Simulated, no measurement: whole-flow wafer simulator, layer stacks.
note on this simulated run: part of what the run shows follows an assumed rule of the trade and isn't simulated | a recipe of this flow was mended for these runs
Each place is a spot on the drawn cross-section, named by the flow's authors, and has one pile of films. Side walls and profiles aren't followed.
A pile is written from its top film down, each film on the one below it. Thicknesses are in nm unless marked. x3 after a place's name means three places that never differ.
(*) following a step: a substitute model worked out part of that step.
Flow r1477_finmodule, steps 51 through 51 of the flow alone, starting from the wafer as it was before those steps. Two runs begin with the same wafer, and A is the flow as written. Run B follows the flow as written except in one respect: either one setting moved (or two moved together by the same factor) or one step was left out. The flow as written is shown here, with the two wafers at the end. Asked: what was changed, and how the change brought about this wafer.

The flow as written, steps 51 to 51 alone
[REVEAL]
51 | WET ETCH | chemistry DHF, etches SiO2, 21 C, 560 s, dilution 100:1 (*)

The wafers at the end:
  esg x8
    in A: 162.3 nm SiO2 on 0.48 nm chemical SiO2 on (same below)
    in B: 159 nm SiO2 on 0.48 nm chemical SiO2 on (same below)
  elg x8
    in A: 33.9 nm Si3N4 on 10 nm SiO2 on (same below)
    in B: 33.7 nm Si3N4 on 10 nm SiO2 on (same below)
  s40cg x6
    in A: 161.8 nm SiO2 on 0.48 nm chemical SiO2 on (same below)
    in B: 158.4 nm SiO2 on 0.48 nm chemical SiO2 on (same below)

What caused this: step 51, WET ETCH: 23.8 C was run, while the flow as written has 21 C.

The path from the change to this, step by step:
  51 | WET ETCH | chemistry DHF, etches SiO2, 21 C, 560 s, dilution 100:1 (*)
      esg x8, s40cg x6, s40sg x6: A SiO2 loses 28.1 | B SiO2 loses 31.5
      pad x2: A SiO2 loses 30.5 | B SiO2 loses 34.1
